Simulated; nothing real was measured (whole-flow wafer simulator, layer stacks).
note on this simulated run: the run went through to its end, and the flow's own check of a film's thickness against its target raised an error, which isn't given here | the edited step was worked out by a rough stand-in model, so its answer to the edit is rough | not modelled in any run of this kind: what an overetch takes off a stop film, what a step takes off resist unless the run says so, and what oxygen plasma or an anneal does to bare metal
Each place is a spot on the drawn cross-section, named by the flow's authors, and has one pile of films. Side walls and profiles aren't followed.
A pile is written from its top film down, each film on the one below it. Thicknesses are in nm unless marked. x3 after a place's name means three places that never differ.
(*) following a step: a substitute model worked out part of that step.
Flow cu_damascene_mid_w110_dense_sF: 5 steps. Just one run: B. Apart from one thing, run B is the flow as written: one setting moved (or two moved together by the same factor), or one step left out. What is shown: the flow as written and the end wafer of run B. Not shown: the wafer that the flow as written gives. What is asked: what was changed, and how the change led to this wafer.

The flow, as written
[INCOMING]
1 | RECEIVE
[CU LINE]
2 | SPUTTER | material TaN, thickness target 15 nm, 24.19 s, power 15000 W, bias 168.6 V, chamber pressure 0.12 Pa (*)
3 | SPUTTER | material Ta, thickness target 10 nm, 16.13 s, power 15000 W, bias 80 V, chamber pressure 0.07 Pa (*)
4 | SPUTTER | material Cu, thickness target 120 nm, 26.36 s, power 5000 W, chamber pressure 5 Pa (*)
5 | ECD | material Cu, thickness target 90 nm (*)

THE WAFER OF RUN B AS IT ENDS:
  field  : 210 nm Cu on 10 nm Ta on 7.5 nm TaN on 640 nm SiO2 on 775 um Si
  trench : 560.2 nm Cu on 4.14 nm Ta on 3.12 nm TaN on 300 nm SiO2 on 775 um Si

Cause: step 2, SPUTTER: thickness target 7.5 nm was run, while the flow as written has thickness target 15 nm.
One can read it off the wafer: field has TaN 7.5, and step 2 as written asks for 15 nm.

Step by step, how the change led to this:
  2 | SPUTTER | material TaN, thickness target 15 nm, 24.19 s, power 15000 W, bias 168.6 V, chamber pressure 0.12 Pa (*)
      field: +7.5 TaN (new film) (it would be, as written: +15 TaN (new film))
      trench: +3.12 TaN (new film) (it would be, as written: +6.23 TaN (new film))
  4 | SPUTTER | material Cu, thickness target 120 nm, 26.36 s, power 5000 W, chamber pressure 5 Pa (*)
      trench: +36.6 Cu (new film) (it would be, as written: +35.7 Cu (new film))
